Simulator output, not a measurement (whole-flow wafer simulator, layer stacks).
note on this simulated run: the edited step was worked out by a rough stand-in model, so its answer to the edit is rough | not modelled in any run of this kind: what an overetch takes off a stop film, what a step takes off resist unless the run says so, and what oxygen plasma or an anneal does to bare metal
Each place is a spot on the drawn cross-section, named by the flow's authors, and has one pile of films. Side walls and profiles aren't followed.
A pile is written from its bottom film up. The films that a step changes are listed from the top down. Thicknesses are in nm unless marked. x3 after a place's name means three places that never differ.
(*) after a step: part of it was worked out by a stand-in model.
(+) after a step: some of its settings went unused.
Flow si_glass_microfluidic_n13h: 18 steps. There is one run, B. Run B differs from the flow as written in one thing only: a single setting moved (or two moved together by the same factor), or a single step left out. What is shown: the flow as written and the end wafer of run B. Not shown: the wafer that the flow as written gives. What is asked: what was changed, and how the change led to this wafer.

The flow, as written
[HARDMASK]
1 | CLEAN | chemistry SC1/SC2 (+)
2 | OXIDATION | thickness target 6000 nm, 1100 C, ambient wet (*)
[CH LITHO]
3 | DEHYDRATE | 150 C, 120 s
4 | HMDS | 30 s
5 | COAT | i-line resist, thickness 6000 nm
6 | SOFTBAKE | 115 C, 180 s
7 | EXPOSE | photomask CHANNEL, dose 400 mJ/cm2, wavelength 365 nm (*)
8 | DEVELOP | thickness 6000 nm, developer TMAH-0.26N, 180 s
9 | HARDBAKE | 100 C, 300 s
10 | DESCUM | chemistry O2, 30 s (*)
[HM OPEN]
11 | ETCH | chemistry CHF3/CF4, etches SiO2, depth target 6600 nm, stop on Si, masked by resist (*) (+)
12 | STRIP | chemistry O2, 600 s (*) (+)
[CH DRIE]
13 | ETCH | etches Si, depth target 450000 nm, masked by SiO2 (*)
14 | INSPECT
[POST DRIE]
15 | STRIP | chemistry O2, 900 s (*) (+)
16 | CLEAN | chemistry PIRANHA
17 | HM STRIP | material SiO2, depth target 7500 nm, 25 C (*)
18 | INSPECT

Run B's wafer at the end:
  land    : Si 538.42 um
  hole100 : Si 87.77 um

Cause: step 2, OXIDATION: thickness target 3600 nm was run, while the flow as written has thickness target 6000 nm.

How this came from the change, step by step:
  2 | OXIDATION | thickness target 6000 nm, 1100 C, ambient wet (*)
      land, hole100: SiO2 gains 3600 (new film), chemical SiO2 loses 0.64 (all of it), Si loses 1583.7 (as written it would have been: SiO2 gains 6000 (new film), chemical SiO2 loses 0.64 (all of it), Si loses 2639.7)
  11 | ETCH | chemistry CHF3/CF4, etches SiO2, depth target 6600 nm, stop on Si, masked by resist (*) (+)
      land: i-line resist loses 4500 (as written it would have been: i-line resist loses 5500)
      hole100: SiO2 loses 3600 (all of it) (as written it would have been: SiO2 loses 6000 (all of it))
  12 | STRIP | chemistry O2, 600 s (*) (+)
      land: i-line resist loses 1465 (all of it) (as written it would have been: i-line resist loses 465 (all of it))
  17 | HM STRIP | material SiO2, depth target 7500 nm, 25 C (*)
      land: SiO2 loses 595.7 (all of it) (as written it would have been: SiO2 loses 2995.7 (all of it))
